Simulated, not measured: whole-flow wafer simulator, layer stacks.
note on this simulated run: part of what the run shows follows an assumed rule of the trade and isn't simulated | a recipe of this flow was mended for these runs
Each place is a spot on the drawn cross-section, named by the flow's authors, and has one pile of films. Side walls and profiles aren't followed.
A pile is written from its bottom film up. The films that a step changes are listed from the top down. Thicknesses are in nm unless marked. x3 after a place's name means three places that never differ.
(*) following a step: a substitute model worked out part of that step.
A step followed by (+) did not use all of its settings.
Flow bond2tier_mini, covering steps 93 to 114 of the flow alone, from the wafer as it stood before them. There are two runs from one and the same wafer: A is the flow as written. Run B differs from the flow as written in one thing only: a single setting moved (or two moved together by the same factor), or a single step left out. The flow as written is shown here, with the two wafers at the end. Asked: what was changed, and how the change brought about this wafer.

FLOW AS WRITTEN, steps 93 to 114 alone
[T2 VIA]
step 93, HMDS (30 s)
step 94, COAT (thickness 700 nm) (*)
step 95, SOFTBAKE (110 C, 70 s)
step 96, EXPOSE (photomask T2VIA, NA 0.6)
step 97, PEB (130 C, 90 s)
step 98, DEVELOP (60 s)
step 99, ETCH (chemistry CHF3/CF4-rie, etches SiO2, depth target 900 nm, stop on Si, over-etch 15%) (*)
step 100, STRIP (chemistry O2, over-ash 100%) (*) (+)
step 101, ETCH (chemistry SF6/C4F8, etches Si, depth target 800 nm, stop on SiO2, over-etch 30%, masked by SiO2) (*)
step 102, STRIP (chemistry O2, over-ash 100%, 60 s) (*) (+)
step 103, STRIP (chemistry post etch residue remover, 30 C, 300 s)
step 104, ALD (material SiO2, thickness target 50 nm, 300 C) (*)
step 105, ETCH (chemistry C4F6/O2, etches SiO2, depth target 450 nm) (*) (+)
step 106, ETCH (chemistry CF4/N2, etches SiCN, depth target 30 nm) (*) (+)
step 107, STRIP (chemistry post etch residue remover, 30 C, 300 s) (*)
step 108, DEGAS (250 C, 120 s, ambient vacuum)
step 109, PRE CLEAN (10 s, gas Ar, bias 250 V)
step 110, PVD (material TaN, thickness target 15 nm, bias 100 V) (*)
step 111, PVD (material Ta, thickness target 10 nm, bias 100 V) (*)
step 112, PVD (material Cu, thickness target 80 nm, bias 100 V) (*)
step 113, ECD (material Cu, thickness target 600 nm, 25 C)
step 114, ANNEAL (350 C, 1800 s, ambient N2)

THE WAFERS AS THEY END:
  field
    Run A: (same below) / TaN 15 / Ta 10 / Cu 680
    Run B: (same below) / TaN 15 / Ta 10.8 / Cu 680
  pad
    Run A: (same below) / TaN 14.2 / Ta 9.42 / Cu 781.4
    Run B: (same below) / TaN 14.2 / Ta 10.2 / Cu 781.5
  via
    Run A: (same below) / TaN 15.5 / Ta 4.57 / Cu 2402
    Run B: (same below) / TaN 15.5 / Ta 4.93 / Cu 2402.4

Cause: step 111, PVD: thickness target 10.8 nm was run, whereas the flow has thickness target 10 nm.
The wafer itself shows it: field has Ta 10.8, and step 111 as written asks for 10 nm.

How this came from the change, step by step:
  step 111, PVD (material Ta, thickness target 10 nm, bias 100 V) (*)
      field: A Ta gains 10 (new film) | B Ta gains 10.8 (new film)
      pad: A Ta gains 9.42 (new film) | B Ta gains 10.2 (new film)
